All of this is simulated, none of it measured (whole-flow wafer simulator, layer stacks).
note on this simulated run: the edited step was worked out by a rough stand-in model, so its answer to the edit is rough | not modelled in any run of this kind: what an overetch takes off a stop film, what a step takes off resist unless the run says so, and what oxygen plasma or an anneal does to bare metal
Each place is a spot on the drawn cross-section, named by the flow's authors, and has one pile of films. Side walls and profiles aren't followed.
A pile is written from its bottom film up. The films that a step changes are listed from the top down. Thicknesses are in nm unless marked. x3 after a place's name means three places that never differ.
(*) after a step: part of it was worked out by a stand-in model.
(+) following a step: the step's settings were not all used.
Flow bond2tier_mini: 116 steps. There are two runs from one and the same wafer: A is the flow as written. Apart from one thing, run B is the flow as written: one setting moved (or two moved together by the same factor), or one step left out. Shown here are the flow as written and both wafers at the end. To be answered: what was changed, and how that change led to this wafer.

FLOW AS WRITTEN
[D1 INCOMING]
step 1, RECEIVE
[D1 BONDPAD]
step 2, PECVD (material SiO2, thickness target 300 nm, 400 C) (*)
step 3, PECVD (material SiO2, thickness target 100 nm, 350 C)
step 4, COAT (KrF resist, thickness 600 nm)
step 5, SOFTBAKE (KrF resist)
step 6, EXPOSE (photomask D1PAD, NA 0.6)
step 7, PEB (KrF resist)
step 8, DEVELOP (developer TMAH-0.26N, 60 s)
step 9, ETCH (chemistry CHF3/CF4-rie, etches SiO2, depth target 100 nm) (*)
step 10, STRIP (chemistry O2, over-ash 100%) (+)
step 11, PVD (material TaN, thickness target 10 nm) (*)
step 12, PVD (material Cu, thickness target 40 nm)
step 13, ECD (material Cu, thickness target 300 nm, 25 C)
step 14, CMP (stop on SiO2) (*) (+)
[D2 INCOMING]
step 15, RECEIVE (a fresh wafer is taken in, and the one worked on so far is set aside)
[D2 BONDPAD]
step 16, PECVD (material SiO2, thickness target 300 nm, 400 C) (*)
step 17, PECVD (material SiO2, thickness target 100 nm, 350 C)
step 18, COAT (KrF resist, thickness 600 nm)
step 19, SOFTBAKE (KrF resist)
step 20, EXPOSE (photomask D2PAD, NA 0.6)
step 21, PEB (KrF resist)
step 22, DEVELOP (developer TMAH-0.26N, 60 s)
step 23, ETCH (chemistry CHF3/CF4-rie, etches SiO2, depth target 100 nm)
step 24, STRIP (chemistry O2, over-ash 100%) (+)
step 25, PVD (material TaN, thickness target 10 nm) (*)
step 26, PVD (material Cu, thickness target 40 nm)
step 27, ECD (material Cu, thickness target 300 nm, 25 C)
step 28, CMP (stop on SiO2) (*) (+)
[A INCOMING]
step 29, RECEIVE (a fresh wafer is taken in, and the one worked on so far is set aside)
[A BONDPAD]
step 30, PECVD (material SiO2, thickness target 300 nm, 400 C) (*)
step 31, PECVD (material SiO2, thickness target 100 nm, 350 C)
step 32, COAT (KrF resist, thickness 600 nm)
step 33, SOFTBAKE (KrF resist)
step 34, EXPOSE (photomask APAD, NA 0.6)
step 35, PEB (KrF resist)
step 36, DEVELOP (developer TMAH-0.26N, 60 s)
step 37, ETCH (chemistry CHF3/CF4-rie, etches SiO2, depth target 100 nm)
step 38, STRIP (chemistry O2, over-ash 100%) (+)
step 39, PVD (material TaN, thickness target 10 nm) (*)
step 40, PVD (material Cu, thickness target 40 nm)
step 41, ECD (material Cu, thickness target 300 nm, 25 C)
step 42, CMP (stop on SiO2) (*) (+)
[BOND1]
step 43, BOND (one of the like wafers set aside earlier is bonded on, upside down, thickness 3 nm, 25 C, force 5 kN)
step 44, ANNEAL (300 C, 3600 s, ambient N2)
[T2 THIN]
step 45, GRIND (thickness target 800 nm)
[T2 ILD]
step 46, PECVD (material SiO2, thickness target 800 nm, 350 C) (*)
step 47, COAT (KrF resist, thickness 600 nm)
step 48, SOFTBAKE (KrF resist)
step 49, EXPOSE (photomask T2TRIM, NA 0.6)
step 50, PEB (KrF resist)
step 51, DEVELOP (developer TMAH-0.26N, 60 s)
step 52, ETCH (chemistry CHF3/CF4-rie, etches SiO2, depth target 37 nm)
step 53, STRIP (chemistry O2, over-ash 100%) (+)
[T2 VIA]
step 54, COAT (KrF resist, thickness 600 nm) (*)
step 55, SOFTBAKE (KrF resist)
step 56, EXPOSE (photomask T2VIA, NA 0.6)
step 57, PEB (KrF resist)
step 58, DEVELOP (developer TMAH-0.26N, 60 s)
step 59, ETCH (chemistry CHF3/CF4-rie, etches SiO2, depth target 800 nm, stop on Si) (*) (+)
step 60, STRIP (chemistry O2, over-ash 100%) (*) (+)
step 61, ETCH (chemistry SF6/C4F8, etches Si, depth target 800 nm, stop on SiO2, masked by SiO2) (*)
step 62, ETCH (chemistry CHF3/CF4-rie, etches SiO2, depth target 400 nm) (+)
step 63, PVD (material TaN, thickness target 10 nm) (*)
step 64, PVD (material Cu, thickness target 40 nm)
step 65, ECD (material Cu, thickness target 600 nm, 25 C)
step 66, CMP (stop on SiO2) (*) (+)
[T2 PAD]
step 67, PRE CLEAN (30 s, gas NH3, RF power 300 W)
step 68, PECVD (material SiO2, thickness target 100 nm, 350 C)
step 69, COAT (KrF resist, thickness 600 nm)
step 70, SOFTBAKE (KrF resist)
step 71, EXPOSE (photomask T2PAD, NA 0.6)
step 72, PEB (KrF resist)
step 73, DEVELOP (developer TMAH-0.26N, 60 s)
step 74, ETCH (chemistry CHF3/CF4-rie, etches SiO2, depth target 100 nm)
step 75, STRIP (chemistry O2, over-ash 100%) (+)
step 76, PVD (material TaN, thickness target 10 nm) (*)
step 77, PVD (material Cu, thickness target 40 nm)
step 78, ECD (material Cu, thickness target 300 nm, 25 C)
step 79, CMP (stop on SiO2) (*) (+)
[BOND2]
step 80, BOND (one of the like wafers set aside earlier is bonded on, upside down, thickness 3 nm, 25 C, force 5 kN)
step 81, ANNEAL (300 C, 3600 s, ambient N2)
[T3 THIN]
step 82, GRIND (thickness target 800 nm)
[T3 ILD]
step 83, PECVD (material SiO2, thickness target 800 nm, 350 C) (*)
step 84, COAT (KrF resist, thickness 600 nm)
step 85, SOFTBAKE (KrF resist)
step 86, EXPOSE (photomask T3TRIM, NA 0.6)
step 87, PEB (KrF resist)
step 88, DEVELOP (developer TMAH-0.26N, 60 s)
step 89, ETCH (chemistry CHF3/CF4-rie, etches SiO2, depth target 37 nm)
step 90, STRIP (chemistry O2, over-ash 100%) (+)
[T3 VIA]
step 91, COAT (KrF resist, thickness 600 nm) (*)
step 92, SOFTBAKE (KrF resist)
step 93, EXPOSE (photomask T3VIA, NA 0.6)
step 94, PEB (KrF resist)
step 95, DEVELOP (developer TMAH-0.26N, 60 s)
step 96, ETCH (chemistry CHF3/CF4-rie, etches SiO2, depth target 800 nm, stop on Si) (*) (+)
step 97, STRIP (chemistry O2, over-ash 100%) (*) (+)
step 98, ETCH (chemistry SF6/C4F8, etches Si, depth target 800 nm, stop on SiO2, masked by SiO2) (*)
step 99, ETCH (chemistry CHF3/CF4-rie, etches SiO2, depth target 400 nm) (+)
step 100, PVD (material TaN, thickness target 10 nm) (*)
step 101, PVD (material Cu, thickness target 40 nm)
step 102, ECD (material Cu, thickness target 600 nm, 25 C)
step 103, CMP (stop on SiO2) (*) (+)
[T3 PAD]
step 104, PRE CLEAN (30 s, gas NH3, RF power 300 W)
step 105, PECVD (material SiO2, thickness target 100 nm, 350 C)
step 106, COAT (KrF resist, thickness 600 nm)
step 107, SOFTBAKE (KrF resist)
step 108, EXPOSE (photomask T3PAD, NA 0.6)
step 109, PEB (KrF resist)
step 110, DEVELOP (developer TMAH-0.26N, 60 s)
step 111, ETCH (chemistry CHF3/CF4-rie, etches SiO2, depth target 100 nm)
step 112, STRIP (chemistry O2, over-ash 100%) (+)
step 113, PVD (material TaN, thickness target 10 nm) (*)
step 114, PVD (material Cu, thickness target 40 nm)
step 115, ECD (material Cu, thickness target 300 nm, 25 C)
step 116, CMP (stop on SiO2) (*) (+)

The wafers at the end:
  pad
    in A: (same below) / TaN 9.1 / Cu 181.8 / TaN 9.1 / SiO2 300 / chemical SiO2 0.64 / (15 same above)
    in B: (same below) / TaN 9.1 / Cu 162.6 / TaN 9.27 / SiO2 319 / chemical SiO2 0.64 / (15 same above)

The reason: step 9, ETCH: depth target 81 nm was run, whereas the flow has depth target 100 nm.

How this came from the change, step by step:
  step 9, ETCH (chemistry CHF3/CF4-rie, etches SiO2, depth target 100 nm) (*)
      pad, via: A SiO2 loses 100 | B SiO2 loses 81
      field: A KrF resist loses 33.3 | B KrF resist loses 27
  step 13, ECD (material Cu, thickness target 300 nm, 25 C)
      pad: A Cu gains 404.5 | B Cu gains 384.7
      via: A Cu gains 400.2 | B Cu gains 381.1
  step 43, BOND (one of the like wafers set aside earlier is bonded on, upside down, thickness 3 nm, 25 C, force 5 kN)
      pad: A Si gains 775 um (new film), chemical SiO2 gains 0.64 (new film), SiO2 gains 300 (new film), TaN gains 9.1 (new film), Cu gains 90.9 | B Si gains 775 um (new film), chemical SiO2 gains 0.64 (new film), SiO2 gains 319 (new film), TaN gains 9.27 (new film), Cu gains 71.7
      via: A Si gains 775 um (new film), chemical SiO2 gains 0.64 (new film), SiO2 gains 300 (new film), TaN gains 9.97 (new film), Cu gains 90 | B Si gains 775 um (new film), chemical SiO2 gains 0.64 (new film), SiO2 gains 319 (new film), TaN gains 9.99 (new film), Cu gains 71
